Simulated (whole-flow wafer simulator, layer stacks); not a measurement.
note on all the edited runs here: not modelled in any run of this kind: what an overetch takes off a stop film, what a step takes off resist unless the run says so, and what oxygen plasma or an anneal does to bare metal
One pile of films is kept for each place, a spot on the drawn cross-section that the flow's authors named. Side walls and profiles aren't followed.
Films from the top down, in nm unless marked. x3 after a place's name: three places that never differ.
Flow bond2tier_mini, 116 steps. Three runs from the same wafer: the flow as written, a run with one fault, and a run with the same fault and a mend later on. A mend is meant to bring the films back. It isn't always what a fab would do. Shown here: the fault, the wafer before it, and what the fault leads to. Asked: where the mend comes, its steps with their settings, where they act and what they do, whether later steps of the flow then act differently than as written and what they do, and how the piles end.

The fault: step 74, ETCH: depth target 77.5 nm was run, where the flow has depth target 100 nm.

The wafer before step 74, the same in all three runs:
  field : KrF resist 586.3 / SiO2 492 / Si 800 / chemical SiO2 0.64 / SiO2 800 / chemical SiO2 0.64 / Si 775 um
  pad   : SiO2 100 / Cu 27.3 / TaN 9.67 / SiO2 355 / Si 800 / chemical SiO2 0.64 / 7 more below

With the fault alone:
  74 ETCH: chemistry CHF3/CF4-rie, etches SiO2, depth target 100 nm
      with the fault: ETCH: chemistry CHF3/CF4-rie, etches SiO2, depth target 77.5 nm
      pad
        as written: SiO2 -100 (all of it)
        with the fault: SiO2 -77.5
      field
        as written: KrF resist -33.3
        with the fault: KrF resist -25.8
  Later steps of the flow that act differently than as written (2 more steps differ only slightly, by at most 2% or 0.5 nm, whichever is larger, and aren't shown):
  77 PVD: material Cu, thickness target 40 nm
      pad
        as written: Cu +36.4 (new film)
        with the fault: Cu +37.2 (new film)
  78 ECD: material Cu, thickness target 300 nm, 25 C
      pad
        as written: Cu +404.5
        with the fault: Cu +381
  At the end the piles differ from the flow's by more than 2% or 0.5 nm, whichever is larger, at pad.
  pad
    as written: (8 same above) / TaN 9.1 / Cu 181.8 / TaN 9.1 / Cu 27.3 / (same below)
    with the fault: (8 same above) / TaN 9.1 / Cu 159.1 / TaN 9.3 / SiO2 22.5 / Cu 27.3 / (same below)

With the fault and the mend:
  The mend comes after step 74.
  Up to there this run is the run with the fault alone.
  74a ETCH: chemistry CHF3/CF4-rie, etches SiO2, depth target 22.5 nm (the flow's step 74 once more, with other settings)
      field
        KrF resist -7.5
      pad
        SiO2 -22.5 (all of it)
  No later step of the flow acts differently than as written at any place that is followed.
  At the end the piles are the same as the flow's at every place that both follow.
